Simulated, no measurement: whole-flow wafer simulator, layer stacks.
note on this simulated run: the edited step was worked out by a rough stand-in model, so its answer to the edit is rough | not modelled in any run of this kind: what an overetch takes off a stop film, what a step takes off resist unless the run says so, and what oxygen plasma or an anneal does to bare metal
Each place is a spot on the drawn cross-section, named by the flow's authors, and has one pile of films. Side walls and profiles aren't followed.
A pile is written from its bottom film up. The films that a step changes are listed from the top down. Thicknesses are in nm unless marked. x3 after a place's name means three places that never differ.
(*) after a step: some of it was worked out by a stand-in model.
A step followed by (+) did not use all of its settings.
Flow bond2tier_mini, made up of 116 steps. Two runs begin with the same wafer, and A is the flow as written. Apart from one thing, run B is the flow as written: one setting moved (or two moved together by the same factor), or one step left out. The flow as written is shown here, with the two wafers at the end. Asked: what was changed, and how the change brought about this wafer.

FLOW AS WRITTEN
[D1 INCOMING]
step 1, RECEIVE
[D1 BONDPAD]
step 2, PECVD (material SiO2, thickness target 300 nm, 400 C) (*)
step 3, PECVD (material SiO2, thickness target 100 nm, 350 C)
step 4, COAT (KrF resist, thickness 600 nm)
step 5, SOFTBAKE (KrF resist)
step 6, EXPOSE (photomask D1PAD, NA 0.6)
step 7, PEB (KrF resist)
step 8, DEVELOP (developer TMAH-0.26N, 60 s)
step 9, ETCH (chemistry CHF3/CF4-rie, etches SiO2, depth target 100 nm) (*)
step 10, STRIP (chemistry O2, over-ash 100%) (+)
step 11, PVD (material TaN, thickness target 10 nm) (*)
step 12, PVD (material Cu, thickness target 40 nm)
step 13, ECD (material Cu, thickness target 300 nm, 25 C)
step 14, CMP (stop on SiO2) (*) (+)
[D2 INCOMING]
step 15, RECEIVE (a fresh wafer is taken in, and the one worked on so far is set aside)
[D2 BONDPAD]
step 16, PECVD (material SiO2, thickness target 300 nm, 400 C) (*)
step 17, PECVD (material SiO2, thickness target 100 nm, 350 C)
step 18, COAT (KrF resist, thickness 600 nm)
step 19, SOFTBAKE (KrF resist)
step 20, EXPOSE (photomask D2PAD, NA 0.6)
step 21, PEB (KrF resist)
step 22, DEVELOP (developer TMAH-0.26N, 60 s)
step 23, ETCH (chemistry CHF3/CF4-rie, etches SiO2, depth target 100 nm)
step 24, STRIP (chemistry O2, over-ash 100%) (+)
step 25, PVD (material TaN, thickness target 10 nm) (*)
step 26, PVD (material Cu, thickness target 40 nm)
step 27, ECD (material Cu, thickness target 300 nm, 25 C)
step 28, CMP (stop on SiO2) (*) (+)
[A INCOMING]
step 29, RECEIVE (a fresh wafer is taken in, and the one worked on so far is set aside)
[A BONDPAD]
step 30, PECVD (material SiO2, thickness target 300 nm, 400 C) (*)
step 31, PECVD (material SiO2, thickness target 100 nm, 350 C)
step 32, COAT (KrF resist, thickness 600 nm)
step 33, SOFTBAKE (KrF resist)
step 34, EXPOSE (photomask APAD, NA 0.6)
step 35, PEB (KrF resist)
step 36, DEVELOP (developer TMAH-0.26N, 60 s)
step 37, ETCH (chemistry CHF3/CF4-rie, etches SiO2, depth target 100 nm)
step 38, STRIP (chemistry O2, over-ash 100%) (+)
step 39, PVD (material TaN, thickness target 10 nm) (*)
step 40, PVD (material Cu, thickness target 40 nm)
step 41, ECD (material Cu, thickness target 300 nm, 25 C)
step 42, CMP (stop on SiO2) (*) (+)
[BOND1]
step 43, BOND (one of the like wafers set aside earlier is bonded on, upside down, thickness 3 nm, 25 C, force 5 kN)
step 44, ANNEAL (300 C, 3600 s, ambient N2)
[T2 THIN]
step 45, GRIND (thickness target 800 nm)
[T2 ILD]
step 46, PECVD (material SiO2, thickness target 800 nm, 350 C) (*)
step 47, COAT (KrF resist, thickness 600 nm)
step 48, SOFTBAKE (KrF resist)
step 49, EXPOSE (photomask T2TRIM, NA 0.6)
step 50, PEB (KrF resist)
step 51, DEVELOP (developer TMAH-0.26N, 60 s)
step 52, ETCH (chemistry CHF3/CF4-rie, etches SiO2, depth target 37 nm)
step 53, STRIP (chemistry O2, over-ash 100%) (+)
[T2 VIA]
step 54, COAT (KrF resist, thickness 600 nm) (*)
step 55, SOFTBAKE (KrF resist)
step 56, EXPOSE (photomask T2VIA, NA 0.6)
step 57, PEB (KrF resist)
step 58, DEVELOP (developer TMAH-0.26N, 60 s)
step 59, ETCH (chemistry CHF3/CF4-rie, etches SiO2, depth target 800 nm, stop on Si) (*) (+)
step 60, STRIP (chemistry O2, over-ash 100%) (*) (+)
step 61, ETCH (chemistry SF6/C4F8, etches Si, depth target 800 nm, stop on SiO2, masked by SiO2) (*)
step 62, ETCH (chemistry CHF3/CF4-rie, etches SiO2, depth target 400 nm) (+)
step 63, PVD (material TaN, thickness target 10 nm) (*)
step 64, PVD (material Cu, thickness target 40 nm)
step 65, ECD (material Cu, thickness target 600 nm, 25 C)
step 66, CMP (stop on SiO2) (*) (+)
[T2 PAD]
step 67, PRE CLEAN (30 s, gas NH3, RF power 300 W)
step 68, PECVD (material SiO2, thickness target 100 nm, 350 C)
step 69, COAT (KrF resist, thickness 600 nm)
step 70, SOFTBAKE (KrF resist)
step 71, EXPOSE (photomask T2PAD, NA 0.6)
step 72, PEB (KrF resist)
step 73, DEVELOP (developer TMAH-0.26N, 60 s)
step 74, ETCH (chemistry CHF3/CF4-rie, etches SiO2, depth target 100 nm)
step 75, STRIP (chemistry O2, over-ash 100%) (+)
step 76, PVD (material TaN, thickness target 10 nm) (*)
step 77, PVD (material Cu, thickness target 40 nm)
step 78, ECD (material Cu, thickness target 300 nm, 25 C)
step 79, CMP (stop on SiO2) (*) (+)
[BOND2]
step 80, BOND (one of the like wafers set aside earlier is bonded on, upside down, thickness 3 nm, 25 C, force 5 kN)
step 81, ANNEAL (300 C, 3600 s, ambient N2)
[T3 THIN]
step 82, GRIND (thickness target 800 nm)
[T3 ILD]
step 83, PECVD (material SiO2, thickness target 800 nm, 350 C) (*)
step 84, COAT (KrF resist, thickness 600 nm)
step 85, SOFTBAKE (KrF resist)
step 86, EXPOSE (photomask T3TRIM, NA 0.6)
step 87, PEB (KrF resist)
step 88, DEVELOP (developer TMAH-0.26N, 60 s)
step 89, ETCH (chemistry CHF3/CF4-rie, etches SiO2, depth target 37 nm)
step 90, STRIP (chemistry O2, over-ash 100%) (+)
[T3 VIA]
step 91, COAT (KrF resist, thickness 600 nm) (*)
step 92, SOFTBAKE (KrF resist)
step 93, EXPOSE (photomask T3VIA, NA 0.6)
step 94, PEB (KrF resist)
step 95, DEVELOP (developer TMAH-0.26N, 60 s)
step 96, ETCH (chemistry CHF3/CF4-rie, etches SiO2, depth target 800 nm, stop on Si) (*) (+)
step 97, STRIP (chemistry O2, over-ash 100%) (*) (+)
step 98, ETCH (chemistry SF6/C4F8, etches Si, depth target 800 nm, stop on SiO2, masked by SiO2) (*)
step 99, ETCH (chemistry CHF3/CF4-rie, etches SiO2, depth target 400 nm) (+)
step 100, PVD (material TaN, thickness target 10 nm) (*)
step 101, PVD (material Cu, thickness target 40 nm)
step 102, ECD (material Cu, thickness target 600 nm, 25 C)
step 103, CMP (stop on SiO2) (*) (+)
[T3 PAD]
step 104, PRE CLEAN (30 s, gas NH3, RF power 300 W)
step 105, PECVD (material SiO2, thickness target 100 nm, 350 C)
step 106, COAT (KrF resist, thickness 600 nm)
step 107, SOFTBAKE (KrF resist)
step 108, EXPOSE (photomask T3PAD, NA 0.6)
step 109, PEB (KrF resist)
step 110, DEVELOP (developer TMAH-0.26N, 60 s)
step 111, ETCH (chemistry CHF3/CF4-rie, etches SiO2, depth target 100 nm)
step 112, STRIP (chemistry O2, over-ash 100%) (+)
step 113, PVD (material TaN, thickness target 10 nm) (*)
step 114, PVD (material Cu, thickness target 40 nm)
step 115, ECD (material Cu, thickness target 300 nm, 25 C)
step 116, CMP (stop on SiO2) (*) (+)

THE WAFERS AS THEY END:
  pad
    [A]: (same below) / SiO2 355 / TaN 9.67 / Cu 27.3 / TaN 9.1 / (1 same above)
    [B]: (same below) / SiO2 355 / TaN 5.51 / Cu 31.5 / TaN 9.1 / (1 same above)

Cause: step 100, PVD: thickness target 5.7 nm was run, while the flow as written has thickness target 10 nm.

The path from the change to this, step by step:
  step 100, PVD (material TaN, thickness target 10 nm) (*)
      field: A +10 TaN (new film) | B +5.7 TaN (new film)
      pad: A +9.67 TaN (new film) | B +5.51 TaN (new film)
  step 103, CMP (stop on SiO2) (*) (+)
      field: A -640 Cu (all of it), -10 TaN (all of it) | B -640 Cu (all of it), -5.7 TaN (all of it)
